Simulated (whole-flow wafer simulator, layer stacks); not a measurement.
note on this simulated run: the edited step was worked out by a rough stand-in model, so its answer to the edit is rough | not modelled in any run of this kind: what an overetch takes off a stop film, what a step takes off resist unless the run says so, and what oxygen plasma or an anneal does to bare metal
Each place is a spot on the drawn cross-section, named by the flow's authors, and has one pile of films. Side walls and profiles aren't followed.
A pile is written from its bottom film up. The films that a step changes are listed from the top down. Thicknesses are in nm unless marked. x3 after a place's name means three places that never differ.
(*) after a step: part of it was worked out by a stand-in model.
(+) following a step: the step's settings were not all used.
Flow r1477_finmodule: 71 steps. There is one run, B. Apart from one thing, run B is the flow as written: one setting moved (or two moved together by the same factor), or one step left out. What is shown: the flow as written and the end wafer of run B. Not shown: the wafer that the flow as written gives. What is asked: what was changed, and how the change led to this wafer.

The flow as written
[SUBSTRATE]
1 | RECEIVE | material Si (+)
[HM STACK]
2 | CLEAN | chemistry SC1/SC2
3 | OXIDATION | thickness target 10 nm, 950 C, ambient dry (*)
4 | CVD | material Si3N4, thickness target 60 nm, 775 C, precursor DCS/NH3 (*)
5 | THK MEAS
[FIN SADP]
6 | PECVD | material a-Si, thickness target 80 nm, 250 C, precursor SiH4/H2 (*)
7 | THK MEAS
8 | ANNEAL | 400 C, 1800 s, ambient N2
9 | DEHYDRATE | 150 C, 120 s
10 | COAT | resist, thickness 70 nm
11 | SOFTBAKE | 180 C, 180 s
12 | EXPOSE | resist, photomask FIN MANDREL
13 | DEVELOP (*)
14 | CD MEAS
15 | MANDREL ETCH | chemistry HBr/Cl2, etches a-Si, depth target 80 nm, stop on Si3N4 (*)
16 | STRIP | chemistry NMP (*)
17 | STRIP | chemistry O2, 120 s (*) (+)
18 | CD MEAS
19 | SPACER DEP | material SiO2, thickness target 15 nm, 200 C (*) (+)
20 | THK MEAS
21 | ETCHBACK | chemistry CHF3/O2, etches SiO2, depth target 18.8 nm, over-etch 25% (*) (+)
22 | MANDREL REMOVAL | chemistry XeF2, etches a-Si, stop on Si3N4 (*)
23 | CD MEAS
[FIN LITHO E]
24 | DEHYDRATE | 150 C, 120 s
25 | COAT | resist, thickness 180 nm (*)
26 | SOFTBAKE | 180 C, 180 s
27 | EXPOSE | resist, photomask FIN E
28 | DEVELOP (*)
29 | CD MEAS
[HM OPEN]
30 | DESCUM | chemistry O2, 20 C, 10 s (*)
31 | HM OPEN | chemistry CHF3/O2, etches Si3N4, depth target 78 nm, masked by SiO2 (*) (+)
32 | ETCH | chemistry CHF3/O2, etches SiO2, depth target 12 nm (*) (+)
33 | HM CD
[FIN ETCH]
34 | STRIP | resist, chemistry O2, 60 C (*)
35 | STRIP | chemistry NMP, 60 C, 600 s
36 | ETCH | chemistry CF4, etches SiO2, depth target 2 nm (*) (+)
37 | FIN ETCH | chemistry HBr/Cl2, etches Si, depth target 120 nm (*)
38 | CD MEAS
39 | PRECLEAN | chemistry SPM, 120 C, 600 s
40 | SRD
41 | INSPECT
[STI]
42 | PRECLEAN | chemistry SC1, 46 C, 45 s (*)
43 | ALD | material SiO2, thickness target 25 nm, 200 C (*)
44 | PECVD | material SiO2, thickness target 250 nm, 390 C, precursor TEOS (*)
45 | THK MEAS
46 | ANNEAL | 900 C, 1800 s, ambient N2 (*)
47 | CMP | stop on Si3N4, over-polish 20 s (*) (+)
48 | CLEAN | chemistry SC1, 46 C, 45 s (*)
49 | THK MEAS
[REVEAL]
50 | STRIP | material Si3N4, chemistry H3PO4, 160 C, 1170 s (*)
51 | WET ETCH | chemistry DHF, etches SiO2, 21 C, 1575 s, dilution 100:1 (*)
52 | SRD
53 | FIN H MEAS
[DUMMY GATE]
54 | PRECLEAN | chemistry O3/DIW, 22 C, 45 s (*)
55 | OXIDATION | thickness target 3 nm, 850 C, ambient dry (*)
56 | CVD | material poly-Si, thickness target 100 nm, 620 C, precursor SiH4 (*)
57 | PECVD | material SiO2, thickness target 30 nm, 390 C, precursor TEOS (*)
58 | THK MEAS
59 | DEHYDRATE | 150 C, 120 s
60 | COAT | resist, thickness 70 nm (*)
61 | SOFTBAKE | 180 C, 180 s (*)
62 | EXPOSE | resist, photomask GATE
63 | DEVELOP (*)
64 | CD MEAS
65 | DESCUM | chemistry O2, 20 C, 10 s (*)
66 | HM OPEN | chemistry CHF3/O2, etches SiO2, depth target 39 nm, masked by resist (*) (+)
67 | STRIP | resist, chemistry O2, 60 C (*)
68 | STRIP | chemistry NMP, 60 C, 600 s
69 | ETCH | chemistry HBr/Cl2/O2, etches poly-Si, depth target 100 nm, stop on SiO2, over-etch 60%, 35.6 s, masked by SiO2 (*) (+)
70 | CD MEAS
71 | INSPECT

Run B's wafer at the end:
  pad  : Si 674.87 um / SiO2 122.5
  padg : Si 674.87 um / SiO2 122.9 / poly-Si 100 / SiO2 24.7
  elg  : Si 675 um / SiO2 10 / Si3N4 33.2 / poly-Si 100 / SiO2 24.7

The reason: step 51, WET ETCH: 1213 s was run, while the flow as written has 1575 s.

How this came from the change, step by step:
  51 | WET ETCH | chemistry DHF, etches SiO2, 21 C, 1575 s, dilution 100:1 (*)
      pad, padg, e40sg and 12 more: -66 SiO2 (as written it would have been: -85.7 SiO2)
      elg, e40lg, e100lg, e200lg, elo, e40lo, e100lo, e200lo: -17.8 SiO2 (all of it), -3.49 Si3N4 (as written it would have been: -17.8 SiO2 (all of it), -4.97 Si3N4)
      (as well as at 7 more places)
  56 | CVD | material poly-Si, thickness target 100 nm, 620 C, precursor SiH4 (*)
      s40cg, s40co: +100 poly-Si (new film) (as written it would have been: +113.9 poly-Si (new film))
      s45cg, s45co: +100 poly-Si (new film) (as written it would have been: +113.4 poly-Si (new film))
      (as well as at 3 more places)
  60 | COAT | resist, thickness 70 nm (*)
      e40sg, eso, e40so: +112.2 resist (new film) (as written it would have been: +129.5 resist (new film))
      e100sg, e100so: +112.2 resist (new film) (as written it would have been: +129.4 resist (new film))
      (as well as at 20 more places)
  63 | DEVELOP (*)
      eso, e40so: -112.2 resist (all of it) (as written it would have been: -129.5 resist (all of it))
      e100so: -112.2 resist (all of it) (as written it would have been: -129.4 resist (all of it))
      (as well as at 10 more places)
  67 | STRIP | resist, chemistry O2, 60 C (*)
      e40lg, e100lg, e200lg: -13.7 resist (all of it) (as written it would have been: -12.8 resist (all of it))
      e40sg: -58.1 resist (all of it) (as written it would have been: -75.4 resist (all of it))
      (as well as at 11 more places)
  69 | ETCH | chemistry HBr/Cl2/O2, etches poly-Si, depth target 100 nm, stop on SiO2, over-etch 60%, 35.6 s, masked by SiO2 (*) (+)
      s40co: -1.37 chemical SiO2 (all of it), -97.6 poly-Si (all of it), -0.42 SiO2 (as written it would have been: -1.46 chemical SiO2 (all of it), -111.5 poly-Si (all of it), -0.24 SiO2)
      s45co: -1.37 chemical SiO2 (all of it), -97.6 poly-Si (all of it), -0.42 SiO2 (as written it would have been: -1.46 chemical SiO2 (all of it), -110.9 poly-Si (all of it), -0.25 SiO2)
      (as well as at 1 more place)
